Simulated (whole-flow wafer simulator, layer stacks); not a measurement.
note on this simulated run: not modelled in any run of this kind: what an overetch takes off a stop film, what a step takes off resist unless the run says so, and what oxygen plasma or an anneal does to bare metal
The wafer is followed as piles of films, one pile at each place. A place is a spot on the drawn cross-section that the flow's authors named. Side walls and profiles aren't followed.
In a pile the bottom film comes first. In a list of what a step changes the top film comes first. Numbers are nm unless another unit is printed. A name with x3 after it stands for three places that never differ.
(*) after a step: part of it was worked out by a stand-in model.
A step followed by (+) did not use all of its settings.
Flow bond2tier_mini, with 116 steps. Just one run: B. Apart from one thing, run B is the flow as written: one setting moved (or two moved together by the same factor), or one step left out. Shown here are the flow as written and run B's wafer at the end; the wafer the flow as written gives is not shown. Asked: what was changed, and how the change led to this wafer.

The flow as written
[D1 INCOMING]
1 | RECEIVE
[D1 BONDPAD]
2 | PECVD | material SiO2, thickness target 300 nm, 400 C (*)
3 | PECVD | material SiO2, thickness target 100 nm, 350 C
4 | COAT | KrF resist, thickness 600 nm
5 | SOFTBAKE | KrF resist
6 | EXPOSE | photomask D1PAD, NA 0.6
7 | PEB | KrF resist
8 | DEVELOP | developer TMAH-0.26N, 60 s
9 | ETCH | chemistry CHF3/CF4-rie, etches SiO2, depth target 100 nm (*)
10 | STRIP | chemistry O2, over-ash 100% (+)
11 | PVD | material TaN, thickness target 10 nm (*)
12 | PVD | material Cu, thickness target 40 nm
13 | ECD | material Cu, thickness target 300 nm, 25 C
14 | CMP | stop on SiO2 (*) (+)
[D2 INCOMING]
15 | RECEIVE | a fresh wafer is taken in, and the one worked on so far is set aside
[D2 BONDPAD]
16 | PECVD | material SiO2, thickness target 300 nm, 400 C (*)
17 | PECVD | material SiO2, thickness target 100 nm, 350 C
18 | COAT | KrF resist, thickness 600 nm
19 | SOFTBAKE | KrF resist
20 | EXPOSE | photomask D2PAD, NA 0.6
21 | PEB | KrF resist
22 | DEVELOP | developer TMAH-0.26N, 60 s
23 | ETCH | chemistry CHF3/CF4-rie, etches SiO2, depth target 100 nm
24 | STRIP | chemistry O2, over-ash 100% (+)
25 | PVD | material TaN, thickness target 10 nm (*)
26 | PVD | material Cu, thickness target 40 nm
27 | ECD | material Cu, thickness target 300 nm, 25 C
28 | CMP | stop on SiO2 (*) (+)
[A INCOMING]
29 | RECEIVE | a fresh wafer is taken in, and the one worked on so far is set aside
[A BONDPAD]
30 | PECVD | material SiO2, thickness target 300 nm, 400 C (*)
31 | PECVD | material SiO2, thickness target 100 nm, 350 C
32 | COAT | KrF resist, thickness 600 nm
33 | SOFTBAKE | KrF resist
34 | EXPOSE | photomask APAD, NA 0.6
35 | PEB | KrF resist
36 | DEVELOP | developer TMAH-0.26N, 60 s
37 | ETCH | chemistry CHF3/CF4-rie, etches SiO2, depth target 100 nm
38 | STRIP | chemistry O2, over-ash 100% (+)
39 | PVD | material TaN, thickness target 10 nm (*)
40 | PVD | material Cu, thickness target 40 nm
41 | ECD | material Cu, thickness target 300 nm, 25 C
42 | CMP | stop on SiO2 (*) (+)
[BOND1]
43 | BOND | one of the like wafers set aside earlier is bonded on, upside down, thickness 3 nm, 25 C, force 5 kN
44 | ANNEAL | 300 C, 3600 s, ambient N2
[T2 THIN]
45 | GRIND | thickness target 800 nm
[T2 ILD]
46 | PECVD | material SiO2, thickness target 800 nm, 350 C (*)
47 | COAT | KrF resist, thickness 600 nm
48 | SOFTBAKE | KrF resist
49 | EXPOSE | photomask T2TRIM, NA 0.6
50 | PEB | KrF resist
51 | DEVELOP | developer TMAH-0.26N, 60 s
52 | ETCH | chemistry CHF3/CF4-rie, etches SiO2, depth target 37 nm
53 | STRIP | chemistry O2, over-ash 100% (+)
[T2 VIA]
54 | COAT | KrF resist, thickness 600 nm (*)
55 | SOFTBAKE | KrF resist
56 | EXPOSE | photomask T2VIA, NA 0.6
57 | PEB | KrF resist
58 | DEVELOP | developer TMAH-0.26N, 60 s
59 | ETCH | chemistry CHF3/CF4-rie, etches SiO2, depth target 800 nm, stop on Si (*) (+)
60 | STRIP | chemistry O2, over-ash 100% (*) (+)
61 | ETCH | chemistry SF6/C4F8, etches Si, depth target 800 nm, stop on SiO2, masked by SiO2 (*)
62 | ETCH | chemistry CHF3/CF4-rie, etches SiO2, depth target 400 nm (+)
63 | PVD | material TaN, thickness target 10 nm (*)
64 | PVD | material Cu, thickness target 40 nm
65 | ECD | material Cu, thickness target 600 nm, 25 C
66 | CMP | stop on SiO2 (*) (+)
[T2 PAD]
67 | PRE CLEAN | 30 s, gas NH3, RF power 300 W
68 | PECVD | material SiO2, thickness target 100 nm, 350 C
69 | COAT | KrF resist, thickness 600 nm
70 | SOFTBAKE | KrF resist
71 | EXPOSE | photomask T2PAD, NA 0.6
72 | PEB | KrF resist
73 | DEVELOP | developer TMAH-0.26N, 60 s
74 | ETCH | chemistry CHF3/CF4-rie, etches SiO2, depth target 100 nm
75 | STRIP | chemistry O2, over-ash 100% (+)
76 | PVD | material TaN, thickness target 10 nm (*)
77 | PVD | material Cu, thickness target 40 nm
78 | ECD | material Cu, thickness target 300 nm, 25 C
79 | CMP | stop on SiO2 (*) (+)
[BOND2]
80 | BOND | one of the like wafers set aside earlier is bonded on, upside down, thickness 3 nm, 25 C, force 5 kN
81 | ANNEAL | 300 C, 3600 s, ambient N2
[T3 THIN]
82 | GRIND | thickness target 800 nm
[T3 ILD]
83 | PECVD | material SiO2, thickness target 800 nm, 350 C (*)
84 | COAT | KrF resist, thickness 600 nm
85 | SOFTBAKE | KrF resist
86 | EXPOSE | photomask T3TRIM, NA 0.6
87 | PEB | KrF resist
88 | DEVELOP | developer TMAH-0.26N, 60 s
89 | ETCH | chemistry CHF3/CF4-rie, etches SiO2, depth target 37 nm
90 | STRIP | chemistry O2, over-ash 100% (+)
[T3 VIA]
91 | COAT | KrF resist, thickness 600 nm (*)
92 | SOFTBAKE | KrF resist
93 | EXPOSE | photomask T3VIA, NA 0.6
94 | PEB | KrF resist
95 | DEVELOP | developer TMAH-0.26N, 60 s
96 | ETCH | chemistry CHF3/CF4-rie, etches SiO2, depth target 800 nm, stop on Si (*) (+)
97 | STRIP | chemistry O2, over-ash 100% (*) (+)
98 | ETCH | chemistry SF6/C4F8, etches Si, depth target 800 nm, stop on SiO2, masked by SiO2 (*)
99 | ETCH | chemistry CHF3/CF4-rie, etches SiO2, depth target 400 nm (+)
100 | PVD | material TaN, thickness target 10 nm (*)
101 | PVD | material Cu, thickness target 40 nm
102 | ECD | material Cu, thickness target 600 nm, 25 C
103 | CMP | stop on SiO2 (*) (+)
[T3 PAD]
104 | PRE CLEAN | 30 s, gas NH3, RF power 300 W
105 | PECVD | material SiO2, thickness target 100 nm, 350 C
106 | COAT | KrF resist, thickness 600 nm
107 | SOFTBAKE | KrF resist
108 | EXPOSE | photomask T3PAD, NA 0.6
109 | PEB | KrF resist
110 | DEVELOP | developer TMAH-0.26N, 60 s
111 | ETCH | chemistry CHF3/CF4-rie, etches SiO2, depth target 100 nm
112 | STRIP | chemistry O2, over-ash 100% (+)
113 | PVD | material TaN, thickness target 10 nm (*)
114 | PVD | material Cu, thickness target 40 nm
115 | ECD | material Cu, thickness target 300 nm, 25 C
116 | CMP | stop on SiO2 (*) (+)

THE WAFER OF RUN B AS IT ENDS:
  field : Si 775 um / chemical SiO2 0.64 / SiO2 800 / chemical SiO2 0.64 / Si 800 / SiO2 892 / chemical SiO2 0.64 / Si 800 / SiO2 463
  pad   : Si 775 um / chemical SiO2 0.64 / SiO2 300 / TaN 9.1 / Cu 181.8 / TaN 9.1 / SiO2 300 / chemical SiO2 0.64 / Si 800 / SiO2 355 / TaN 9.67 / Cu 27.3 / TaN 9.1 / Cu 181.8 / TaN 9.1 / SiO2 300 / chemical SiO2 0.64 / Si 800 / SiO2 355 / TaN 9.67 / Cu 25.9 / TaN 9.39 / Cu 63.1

Cause: step 105, PECVD: thickness target 71 nm was run, whereas the flow has thickness target 100 nm.

Step by step, how the change led to this:
  105 | PECVD | material SiO2, thickness target 100 nm, 350 C
      field: SiO2 gains 71 (it would be, as written: SiO2 gains 100)
      pad: SiO2 gains 71 (new film) (it would be, as written: SiO2 gains 100 (new film))
  111 | ETCH | chemistry CHF3/CF4-rie, etches SiO2, depth target 100 nm
      pad: SiO2 loses 71 (all of it), Cu loses 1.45 (it would be, as written: SiO2 loses 100 (all of it))
  114 | PVD | material Cu, thickness target 40 nm
      pad: Cu gains 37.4 (new film) (it would be, as written: Cu gains 36.4 (new film))
  115 | ECD | material Cu, thickness target 300 nm, 25 C
      pad: Cu gains 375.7 (it would be, as written: Cu gains 404.5)
